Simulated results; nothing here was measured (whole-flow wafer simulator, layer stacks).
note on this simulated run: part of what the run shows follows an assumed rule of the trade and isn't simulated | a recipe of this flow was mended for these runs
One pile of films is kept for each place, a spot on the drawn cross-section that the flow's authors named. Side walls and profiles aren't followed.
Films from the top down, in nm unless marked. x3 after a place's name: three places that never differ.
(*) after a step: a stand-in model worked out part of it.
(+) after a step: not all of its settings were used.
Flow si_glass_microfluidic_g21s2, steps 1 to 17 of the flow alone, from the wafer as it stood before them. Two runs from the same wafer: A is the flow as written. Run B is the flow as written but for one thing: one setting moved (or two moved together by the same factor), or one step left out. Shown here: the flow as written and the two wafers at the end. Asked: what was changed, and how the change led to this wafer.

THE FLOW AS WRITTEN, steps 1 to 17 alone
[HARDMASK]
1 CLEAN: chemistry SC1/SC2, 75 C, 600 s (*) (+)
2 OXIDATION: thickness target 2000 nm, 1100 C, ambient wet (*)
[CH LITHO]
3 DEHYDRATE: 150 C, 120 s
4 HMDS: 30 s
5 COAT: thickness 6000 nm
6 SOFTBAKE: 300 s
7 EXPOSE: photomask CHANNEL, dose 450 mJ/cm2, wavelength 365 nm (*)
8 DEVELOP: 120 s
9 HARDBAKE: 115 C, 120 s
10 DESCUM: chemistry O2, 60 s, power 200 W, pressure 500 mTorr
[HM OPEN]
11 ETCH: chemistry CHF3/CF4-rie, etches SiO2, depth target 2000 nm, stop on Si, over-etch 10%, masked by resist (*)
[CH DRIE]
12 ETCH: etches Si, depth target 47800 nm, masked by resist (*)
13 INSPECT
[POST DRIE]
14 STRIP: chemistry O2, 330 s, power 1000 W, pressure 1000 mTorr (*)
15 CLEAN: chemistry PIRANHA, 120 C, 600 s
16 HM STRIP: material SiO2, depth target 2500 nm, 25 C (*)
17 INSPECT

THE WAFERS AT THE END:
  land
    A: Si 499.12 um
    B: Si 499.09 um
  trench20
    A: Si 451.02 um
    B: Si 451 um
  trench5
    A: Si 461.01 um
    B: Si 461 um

The cause: step 2, OXIDATION: 1112 C was run, where the flow has 1100 C.

How the change led to this, step by step:
  2 OXIDATION: thickness target 2000 nm, 1100 C, ambient wet (*)
      land, trench20, trench5, trench200: A SiO2 +2000 (new film), chemical SiO2 -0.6 (all of it), Si -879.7 | B SiO2 +2068.2 (new film), chemical SiO2 -0.6 (all of it), Si -909.8
  11 ETCH: chemistry CHF3/CF4-rie, etches SiO2, depth target 2000 nm, stop on Si, over-etch 10%, masked by resist (*)
      trench20, trench5, trench200: A SiO2 -2000 (all of it), Si -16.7 | B SiO2 -2068.2 (all of it), Si -11
  12 ETCH: etches Si, depth target 47800 nm, masked by resist (*)
      trench5: A Si -38.09 um | B Si -38.08 um
      trench200: A Si -54.08 um | B Si -54.09 um
  16 HM STRIP: material SiO2, depth target 2500 nm, 25 C (*)
      land: A SiO2 -2000 (all of it) | B SiO2 -2068.2 (all of it)
